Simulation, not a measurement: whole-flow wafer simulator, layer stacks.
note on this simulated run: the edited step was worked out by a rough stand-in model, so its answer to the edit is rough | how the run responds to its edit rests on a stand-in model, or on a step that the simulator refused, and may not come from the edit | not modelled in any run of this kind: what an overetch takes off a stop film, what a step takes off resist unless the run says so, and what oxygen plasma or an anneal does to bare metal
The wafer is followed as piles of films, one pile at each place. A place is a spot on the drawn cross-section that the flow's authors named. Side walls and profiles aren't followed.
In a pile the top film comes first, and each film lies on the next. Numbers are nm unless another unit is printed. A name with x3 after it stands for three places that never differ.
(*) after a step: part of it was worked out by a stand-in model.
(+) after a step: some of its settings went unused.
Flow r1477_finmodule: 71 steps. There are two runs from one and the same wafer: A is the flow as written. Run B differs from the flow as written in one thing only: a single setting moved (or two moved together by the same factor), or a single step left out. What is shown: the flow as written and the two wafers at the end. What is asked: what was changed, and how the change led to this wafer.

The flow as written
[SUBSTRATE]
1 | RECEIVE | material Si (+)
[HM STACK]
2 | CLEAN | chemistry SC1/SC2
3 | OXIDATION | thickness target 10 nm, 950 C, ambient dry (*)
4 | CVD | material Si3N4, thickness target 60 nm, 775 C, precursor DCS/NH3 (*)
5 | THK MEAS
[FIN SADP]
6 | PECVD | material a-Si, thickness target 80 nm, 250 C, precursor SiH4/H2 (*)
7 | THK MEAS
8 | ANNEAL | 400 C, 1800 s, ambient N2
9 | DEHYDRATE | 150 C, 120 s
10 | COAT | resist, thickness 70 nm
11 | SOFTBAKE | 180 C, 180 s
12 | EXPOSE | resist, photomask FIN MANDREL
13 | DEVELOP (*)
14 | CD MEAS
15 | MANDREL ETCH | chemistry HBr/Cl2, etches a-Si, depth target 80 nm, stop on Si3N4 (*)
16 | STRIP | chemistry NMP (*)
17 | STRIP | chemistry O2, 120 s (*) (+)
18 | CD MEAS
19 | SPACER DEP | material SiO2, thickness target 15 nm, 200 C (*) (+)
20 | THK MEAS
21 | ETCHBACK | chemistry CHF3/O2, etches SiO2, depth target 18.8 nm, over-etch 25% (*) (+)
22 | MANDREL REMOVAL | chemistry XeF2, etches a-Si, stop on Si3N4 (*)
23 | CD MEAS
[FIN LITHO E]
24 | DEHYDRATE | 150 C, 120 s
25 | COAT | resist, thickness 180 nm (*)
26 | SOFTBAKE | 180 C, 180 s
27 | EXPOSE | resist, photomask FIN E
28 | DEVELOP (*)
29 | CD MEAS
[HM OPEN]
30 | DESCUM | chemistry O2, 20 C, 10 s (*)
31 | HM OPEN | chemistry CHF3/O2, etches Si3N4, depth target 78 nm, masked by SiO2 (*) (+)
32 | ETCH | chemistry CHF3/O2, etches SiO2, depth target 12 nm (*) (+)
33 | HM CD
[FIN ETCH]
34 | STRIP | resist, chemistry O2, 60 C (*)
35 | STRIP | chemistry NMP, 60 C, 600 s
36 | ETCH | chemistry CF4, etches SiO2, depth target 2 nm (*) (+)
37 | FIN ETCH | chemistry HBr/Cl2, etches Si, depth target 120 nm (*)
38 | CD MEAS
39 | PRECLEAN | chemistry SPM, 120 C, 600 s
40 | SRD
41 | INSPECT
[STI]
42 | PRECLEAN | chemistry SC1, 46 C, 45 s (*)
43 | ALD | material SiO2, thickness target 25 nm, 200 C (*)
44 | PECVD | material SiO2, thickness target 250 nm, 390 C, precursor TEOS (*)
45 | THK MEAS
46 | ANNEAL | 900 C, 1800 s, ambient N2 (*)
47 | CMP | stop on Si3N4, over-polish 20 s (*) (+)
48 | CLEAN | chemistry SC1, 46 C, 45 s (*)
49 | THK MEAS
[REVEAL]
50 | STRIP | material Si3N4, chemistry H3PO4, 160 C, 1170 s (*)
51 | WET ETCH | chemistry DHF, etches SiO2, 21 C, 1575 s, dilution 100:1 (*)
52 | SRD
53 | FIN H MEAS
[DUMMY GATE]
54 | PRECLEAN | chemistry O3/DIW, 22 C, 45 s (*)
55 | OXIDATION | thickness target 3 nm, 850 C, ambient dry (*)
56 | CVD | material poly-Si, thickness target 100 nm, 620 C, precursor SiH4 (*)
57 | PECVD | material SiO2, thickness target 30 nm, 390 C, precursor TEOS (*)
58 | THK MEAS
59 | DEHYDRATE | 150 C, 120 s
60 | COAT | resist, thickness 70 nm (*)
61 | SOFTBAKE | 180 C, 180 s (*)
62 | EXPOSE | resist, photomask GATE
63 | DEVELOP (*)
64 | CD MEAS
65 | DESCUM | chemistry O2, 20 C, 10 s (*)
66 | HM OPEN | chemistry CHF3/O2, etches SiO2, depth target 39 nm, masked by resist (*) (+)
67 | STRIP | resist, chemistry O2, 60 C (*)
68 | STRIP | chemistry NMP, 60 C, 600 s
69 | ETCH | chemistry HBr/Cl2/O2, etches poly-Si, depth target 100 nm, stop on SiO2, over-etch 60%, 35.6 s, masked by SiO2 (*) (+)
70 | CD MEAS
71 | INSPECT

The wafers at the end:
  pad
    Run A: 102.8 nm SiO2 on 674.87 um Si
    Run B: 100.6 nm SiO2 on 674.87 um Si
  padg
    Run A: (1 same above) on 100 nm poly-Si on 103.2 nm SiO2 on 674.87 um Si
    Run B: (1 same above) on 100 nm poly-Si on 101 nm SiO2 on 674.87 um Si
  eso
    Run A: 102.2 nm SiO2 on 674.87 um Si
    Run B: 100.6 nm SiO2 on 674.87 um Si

Cause: step 44, PECVD: thickness target 172.5 nm was run, though the flow has thickness target 250 nm.

The path from the change to this, step by step:
  44 | PECVD | material SiO2, thickness target 250 nm, 390 C, precursor TEOS (*)
      pad, padg, elg and 33 more: A SiO2 gains 250 | B SiO2 gains 172.5
  46 | ANNEAL | 900 C, 1800 s, ambient N2 (*)
      pad, padg, elg and 33 more: A SiO2 loses 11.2 | B SiO2 loses 7.76
  47 | CMP | stop on Si3N4, over-polish 20 s (*) (+)
      pad, padg, e40sg and 11 more: A SiO2 loses 71.8 | B nothing
      eso: A SiO2 loses 72.4 | B nothing
      (also at 21 further places)
  60 | COAT | resist, thickness 70 nm (*)
      s40sg, s40so: A resist gains 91 (new film) | B resist gains 93.2 (new film)
      s45sg, s45so: A resist gains 91 (new film) | B resist gains 93.1 (new film)
      (also at 2 further places)
  63 | DEVELOP (*)
      s40so: A resist loses 91 (all of it) | B resist loses 93.2 (all of it)
      s45so: A resist loses 91 (all of it) | B resist loses 93.1 (all of it)
      (also at 1 further place)
  67 | STRIP | resist, chemistry O2, 60 C (*)
      e40sg: A resist loses 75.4 (all of it) | B resist loses 77.5 (all of it)
      e100sg: A resist loses 75.3 (all of it) | B resist loses 77.5 (all of it)
      (also at 4 further places)
